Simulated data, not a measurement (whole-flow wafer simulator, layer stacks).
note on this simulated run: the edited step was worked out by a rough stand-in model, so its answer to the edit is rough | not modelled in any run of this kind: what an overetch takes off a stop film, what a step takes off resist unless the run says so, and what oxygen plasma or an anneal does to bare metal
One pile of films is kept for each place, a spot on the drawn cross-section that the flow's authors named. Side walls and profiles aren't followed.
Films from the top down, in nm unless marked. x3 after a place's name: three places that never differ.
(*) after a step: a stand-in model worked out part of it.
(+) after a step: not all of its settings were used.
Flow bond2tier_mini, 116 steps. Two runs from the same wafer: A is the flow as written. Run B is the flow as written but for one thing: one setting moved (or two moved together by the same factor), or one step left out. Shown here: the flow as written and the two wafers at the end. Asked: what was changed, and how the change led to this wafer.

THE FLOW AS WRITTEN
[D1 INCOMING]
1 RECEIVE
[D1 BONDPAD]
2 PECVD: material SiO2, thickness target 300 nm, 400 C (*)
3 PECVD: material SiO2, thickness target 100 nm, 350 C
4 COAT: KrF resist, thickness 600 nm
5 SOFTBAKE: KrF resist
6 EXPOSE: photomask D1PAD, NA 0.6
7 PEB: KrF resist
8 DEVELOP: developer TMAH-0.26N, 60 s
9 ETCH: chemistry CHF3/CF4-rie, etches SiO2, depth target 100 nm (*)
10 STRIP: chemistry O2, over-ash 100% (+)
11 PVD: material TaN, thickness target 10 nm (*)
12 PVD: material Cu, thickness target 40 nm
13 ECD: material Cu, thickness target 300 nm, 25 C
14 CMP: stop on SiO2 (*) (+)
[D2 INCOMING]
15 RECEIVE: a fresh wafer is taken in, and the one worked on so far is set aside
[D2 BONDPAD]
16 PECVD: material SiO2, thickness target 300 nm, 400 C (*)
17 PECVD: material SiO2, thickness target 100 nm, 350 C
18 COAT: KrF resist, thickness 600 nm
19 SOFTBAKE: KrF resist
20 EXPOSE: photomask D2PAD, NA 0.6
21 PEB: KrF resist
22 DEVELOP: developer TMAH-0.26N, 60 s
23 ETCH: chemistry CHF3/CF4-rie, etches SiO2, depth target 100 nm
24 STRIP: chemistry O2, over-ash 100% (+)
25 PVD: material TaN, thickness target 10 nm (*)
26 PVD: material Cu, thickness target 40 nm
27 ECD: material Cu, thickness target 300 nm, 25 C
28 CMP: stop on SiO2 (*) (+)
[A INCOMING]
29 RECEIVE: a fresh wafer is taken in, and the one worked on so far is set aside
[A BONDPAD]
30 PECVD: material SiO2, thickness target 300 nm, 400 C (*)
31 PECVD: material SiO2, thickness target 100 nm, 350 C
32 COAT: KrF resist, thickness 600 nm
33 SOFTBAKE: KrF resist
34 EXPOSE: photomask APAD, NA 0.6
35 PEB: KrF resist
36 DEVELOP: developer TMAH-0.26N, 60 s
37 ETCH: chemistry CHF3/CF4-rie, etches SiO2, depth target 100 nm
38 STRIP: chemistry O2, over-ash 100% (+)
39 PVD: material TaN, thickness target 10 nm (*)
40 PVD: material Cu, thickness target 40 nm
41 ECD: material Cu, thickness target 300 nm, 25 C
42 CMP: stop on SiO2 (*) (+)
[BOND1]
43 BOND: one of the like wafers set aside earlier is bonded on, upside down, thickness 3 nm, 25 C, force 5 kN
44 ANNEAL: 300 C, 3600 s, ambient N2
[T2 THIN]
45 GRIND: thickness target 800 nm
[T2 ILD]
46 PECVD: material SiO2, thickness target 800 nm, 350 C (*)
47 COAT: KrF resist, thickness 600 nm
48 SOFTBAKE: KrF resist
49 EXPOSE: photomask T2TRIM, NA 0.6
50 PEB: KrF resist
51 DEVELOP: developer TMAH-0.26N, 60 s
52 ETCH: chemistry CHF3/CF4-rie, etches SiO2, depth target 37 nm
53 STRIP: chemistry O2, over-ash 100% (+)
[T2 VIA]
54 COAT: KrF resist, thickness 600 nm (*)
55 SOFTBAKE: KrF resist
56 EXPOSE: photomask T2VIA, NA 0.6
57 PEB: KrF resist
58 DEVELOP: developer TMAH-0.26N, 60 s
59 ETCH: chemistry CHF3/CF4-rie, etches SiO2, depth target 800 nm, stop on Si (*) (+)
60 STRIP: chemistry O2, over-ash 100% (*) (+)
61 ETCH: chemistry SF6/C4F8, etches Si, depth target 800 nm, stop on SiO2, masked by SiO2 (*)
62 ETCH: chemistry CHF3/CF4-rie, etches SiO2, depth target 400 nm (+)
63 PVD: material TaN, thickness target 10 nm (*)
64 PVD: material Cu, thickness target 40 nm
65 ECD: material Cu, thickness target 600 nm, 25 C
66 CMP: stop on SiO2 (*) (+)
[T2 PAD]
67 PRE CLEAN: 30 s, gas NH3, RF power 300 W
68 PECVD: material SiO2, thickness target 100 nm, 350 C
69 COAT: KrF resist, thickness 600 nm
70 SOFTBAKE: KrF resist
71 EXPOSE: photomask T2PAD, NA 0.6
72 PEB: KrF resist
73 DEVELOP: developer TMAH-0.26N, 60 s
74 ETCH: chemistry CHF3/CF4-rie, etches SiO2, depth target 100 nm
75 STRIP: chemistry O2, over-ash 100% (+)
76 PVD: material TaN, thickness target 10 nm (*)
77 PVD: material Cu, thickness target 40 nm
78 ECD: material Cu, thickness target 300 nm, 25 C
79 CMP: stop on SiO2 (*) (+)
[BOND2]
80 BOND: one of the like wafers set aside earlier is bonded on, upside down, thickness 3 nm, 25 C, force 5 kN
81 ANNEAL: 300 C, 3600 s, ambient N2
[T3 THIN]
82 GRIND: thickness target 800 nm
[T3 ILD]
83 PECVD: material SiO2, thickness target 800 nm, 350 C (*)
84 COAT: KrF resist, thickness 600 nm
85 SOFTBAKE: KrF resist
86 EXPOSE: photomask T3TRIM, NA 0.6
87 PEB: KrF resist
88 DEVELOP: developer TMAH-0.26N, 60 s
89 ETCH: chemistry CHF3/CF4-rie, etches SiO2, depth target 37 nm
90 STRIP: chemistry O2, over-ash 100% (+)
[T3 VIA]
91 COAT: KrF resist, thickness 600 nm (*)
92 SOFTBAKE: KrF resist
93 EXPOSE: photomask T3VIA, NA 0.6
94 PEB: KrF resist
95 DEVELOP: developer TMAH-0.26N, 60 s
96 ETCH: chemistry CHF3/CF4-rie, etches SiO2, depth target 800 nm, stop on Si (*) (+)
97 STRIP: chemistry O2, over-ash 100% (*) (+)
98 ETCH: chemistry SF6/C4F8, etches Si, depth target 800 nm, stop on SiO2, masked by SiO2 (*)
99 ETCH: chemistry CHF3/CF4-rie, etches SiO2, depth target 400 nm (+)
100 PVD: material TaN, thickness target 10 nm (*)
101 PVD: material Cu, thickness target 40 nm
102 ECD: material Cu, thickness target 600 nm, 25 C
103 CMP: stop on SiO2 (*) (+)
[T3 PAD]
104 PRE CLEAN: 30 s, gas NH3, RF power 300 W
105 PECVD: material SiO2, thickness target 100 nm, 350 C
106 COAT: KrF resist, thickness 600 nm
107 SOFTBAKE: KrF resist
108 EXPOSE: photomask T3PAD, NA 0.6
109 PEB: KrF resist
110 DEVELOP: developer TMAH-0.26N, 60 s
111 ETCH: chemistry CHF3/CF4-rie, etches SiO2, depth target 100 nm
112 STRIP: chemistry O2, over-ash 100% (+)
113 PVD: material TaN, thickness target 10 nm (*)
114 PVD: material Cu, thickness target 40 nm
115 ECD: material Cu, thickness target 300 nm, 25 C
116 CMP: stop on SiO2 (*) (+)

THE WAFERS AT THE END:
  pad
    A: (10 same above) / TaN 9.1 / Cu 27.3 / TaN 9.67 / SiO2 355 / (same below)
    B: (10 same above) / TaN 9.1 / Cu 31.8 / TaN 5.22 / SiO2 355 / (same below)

The cause: step 63, PVD: thickness target 5.4 nm was run, where the flow has thickness target 10 nm.

How the change led to this, step by step:
  63 PVD: material TaN, thickness target 10 nm (*)
      field: A TaN +10 (new film) | B TaN +5.4 (new film)
      pad: A TaN +9.67 (new film) | B TaN +5.22 (new film)
  66 CMP: stop on SiO2 (*) (+)
      field: A Cu -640 (all of it), TaN -10 (all of it) | B Cu -640 (all of it), TaN -5.4 (all of it)
